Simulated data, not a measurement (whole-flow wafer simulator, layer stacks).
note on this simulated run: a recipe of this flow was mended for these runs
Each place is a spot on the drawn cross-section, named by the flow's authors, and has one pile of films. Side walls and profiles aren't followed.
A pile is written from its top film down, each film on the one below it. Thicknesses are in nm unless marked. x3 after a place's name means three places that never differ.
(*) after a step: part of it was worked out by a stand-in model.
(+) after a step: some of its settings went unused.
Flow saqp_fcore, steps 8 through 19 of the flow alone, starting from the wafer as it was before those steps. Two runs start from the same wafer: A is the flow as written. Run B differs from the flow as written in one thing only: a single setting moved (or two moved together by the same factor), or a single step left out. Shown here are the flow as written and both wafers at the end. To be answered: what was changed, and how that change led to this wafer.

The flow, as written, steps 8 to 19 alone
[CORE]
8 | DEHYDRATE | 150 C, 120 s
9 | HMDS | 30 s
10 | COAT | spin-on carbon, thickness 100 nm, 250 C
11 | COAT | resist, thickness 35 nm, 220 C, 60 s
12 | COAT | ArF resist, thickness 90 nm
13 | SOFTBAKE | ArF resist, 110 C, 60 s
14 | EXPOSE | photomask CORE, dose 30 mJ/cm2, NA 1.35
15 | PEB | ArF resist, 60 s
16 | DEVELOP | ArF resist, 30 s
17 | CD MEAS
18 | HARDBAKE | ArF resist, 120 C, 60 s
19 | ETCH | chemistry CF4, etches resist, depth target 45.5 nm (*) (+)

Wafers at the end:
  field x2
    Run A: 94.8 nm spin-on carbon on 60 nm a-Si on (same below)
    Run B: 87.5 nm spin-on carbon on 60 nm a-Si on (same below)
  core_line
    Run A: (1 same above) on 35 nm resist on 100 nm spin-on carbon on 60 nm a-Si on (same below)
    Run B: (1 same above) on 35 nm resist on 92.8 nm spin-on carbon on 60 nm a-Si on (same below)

Cause: step 10, COAT: thickness 92.8 nm was run, though the flow has thickness 100 nm.
The wafer lets one read it off: core_line has spin-on carbon 92.8, and step 10 as written asks for 100 nm.

How this came from the change, step by step:
  10 | COAT | spin-on carbon, thickness 100 nm, 250 C
      field x2, core_line: A +100 spin-on carbon (new film) | B +92.8 spin-on carbon (new film)
